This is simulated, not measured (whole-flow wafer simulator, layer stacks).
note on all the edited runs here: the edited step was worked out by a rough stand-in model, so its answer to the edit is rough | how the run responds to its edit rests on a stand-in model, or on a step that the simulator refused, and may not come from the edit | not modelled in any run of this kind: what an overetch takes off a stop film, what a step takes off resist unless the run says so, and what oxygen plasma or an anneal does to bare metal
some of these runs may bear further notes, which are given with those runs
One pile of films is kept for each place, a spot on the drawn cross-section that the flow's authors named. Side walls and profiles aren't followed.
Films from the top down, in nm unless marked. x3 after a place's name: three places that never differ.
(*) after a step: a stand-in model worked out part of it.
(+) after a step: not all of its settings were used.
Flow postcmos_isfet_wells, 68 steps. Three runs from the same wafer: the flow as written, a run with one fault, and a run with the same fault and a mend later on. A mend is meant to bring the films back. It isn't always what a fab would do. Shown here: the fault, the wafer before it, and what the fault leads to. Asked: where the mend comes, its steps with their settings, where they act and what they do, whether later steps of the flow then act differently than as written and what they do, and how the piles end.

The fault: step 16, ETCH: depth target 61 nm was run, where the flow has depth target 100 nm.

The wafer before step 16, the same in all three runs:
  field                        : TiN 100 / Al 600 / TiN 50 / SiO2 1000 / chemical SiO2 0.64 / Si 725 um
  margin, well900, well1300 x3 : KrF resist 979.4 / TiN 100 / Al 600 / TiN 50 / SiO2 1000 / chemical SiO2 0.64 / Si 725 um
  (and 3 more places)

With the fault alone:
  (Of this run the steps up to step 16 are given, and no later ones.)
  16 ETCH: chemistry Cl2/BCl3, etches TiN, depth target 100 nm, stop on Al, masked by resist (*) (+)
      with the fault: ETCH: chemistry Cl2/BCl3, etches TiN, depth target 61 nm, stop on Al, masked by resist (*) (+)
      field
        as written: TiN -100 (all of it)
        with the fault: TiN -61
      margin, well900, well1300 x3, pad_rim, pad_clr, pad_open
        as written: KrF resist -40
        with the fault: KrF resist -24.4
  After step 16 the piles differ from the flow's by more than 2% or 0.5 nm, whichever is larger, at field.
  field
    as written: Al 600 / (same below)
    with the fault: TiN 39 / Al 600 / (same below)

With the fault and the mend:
  The mend comes after step 16.
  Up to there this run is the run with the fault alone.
  16a ETCH: chemistry Cl2/BCl3, etches TiN, depth target 39 nm, stop on Al, masked by resist (the flow's step 16 once more, with other settings)
      margin, well900, well1300 x3, pad_rim, pad_clr, pad_open
        KrF resist -15.6
      field
        TiN -39 (all of it)
  No later step of the flow acts differently than as written at any place that is followed.
  At the end the piles are the same as the flow's at every place that both follow.
